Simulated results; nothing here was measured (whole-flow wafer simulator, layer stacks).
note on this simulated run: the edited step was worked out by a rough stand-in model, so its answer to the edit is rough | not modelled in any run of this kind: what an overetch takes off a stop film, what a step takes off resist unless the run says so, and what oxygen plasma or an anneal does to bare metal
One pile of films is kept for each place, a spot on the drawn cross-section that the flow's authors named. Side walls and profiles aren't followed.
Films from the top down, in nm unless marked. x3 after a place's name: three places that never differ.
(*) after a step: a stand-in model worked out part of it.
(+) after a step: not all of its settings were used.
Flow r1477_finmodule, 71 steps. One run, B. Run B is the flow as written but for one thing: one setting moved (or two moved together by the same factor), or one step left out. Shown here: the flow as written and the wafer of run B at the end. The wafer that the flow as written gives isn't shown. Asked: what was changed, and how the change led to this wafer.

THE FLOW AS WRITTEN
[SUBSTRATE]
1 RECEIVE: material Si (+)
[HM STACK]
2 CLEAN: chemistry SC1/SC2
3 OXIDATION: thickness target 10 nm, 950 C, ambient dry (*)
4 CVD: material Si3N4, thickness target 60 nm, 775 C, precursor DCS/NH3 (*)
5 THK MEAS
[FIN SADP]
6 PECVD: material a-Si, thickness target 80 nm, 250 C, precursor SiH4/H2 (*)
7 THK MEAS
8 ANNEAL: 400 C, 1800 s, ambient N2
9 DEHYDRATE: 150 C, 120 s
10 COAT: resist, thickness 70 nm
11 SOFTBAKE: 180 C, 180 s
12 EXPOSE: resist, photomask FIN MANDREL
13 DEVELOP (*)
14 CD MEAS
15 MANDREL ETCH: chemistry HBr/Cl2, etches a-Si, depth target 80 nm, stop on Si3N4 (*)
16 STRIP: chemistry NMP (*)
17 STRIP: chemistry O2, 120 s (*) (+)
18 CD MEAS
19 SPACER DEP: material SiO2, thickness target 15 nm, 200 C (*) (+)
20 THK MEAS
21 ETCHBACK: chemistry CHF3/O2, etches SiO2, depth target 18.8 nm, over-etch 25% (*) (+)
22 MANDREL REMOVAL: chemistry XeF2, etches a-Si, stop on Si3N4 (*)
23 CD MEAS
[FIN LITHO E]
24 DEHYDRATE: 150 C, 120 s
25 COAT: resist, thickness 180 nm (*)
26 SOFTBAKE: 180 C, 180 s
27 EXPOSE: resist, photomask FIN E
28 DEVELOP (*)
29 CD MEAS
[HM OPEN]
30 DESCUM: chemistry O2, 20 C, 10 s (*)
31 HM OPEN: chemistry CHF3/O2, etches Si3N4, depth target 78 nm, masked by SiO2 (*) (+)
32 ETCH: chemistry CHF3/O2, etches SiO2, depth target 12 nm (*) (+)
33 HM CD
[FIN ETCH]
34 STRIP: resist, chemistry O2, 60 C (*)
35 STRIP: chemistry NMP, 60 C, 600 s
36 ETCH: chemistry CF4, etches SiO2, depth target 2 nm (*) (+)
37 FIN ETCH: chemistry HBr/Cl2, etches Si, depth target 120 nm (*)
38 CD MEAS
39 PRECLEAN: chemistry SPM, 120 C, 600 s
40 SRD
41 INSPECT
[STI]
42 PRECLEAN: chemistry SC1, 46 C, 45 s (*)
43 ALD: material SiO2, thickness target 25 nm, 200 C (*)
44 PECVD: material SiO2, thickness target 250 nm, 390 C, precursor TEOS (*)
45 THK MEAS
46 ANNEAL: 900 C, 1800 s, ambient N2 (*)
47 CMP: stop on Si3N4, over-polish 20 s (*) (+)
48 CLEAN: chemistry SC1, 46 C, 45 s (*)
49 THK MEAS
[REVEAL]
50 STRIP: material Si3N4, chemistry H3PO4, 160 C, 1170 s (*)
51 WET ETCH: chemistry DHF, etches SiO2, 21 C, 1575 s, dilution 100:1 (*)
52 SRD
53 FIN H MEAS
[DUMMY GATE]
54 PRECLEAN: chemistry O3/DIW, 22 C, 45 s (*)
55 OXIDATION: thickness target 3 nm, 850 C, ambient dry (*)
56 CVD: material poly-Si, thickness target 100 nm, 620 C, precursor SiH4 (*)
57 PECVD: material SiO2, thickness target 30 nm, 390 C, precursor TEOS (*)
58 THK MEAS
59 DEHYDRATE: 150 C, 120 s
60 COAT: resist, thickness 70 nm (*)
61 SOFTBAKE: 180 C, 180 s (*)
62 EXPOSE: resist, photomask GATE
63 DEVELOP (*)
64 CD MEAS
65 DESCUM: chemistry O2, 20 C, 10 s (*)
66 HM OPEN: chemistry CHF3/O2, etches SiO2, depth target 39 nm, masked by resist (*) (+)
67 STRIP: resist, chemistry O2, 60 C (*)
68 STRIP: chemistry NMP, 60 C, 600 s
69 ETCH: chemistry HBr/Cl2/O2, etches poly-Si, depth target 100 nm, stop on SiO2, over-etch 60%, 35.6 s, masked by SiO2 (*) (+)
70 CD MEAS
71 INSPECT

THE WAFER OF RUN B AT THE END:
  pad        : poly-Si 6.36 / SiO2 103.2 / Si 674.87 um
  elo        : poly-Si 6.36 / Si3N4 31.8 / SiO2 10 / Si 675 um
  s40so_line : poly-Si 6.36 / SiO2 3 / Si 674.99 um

The cause: step 69, ETCH: depth target 57 nm was run, where the flow has depth target 100 nm; step 69, ETCH: 20.3 s was run, where the flow has 35.6 s.

How the change led to this, step by step:
  69 ETCH: chemistry HBr/Cl2/O2, etches poly-Si, depth target 100 nm, stop on SiO2, over-etch 60%, 35.6 s, masked by SiO2 (*) (+)
      pad, eso, e40so and 8 more: chemical SiO2 -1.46 (all of it), poly-Si -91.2 (as written it would be: chemical SiO2 -1.46 (all of it), poly-Si -97.6 (all of it), SiO2 -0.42)
      elo, e40lo, e100lo, e200lo: chemical SiO2 -1.46 (all of it), poly-Si -91.2 (as written it would be: chemical SiO2 -1.46 (all of it), poly-Si -97.6 (all of it), Si3N4 -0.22)
      (and at 21 more places)
